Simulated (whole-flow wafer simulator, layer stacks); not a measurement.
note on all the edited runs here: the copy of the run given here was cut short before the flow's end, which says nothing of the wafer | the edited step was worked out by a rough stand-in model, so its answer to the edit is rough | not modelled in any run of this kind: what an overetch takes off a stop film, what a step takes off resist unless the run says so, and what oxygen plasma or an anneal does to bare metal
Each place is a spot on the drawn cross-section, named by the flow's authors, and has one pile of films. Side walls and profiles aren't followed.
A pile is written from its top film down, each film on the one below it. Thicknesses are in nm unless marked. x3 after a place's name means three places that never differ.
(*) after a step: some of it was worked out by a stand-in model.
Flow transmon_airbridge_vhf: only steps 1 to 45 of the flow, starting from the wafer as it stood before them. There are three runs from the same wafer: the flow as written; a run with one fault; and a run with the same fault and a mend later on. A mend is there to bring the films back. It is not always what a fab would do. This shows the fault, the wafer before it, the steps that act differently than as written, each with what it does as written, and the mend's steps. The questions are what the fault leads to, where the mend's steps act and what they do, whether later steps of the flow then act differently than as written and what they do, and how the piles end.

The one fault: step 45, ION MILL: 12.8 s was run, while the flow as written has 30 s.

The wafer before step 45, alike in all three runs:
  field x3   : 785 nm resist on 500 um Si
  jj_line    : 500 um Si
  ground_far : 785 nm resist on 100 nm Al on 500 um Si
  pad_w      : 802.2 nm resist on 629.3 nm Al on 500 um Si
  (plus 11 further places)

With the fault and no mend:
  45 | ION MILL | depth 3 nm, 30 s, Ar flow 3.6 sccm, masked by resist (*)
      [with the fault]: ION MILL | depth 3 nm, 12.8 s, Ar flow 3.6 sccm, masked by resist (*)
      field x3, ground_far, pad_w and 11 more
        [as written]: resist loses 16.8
        [with the fault]: resist loses 7.16
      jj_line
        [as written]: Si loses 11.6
        [with the fault]: Si loses 4.96
  None of the later steps of the flow acts differently than as written at any place that is followed.
  The piles end only slightly different from the flow's at the places that both follow, by no more than 2% or 0.5 nm, whichever is larger.

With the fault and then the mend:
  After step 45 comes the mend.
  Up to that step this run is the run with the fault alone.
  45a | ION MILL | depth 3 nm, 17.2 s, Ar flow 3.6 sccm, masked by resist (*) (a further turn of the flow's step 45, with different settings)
      field x3, ground_far, pad_w and 11 more
        resist loses 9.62
      jj_line
        Si loses 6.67
  None of the later steps of the flow acts differently than as written at any place that is followed.
  The piles end the same as the flow's at every place that both follow.
